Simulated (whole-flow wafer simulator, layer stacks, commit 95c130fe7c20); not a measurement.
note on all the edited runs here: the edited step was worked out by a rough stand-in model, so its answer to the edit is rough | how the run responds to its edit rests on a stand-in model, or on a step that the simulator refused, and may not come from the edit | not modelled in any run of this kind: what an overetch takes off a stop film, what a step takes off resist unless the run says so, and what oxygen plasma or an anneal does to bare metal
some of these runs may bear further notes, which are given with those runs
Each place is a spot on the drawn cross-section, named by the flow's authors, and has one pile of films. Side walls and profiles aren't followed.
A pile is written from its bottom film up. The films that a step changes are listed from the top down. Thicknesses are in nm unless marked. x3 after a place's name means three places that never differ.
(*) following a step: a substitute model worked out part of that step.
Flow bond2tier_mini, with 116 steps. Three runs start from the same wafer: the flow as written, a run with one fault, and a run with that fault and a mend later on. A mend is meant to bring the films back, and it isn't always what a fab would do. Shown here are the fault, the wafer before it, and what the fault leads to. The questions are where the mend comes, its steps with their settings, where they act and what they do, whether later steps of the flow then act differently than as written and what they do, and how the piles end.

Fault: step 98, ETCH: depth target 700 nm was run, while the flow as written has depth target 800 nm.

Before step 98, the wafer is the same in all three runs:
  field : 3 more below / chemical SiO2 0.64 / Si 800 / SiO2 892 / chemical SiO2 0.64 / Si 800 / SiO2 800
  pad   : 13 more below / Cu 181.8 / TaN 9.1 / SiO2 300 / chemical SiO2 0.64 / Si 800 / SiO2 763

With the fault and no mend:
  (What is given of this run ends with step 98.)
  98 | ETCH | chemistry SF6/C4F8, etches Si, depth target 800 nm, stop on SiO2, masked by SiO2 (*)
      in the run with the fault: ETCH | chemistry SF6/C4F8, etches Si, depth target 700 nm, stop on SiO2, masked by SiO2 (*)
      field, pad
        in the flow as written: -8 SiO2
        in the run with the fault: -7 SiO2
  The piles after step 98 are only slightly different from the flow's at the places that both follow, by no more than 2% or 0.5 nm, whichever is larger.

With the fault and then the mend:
  The mend follows step 98.
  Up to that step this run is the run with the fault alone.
  98a | ETCH | chemistry SF6/C4F8, etches Si, depth target 100 nm, stop on SiO2, masked by SiO2 (*) (the flow's step 98, run once more with other settings)
      field, pad
        -1 SiO2
  Later steps of the flow that are run all act as written at every place that is followed.
  By the end, the piles equal the flow's at every place that both follow.
